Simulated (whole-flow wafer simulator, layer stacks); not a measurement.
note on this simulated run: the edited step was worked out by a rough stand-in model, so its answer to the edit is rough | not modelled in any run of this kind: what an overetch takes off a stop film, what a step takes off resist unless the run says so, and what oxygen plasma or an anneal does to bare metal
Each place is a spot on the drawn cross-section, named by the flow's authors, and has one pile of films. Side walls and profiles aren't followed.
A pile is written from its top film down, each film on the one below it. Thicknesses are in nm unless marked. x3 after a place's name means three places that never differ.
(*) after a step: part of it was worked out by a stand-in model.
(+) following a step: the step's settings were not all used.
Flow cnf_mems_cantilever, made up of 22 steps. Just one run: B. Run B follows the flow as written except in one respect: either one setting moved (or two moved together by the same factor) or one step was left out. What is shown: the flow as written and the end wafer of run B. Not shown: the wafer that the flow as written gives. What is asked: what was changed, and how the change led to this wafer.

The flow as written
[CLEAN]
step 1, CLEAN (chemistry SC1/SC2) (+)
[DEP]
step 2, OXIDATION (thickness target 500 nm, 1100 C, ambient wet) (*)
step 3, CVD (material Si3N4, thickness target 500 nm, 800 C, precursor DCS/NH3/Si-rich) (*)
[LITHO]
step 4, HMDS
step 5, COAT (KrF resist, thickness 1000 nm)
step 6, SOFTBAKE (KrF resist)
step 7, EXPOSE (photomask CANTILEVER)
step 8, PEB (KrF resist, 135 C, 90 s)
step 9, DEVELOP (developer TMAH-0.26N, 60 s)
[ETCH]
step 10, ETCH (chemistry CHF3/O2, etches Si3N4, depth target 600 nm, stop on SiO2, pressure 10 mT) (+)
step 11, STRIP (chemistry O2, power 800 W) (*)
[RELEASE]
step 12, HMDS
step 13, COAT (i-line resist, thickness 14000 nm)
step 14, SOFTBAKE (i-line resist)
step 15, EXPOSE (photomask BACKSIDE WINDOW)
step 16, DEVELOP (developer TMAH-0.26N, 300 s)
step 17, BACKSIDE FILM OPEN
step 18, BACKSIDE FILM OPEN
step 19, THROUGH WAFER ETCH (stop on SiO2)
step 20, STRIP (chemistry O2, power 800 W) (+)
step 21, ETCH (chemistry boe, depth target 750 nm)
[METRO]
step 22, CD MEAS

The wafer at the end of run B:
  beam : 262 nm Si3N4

What caused this: step 3, CVD: thickness target 262 nm was run, while the flow as written has thickness target 500 nm.
The wafer itself shows it: beam has Si3N4 262, and step 3 as written asks for 500 nm.

Step by step, how the change led to this:
  step 3, CVD (material Si3N4, thickness target 500 nm, 800 C, precursor DCS/NH3/Si-rich) (*)
      field, beam: +262 Si3N4 (new film) (as written it would have been: +500 Si3N4 (new film))
  step 10, ETCH (chemistry CHF3/O2, etches Si3N4, depth target 600 nm, stop on SiO2, pressure 10 mT) (+)
      field: -262 Si3N4 (all of it) (as written it would have been: -500 Si3N4 (all of it))
      beam: -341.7 KrF resist (as written it would have been: -521.7 KrF resist)
  step 11, STRIP (chemistry O2, power 800 W) (*)
      beam: -599.9 KrF resist (all of it) (as written it would have been: -419.9 KrF resist (all of it))
